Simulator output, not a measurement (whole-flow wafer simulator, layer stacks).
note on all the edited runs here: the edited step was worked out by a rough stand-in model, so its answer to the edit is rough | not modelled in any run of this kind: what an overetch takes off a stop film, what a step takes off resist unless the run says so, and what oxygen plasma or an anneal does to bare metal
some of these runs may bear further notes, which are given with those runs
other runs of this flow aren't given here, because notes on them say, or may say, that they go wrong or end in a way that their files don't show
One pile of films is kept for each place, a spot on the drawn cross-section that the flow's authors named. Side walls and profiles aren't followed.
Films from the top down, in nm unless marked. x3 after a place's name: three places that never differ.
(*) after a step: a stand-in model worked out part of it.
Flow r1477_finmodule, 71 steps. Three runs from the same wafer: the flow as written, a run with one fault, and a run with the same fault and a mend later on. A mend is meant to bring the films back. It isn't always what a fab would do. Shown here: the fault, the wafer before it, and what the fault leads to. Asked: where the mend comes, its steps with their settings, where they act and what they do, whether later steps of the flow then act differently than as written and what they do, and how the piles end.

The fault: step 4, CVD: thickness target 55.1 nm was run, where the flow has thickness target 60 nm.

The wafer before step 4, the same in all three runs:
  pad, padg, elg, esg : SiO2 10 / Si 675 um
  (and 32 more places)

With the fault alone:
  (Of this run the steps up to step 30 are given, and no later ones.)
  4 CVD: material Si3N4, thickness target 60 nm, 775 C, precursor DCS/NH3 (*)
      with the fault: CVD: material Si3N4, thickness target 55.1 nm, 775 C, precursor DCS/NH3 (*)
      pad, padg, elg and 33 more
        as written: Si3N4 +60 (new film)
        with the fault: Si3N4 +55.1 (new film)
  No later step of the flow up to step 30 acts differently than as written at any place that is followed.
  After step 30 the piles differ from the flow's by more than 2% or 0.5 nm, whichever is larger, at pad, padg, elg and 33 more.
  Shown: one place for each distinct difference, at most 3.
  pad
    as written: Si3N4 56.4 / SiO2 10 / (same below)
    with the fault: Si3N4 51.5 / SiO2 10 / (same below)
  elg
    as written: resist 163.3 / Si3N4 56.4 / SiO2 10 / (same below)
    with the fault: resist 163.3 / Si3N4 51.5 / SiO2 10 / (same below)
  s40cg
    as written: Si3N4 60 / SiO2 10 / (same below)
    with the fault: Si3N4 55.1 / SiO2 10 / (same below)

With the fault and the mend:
  The mend comes after step 5.
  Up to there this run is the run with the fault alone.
  5a CVD: material Si3N4, thickness target 4.9 nm, 775 C, precursor DCS/NH3 (*) (the flow's step 4 once more, with other settings)
      pad, padg, elg and 33 more
        Si3N4 +4.9
  No later step of the flow acts differently than as written at any place that is followed.
  At the end the piles are the same as the flow's at every place that both follow.
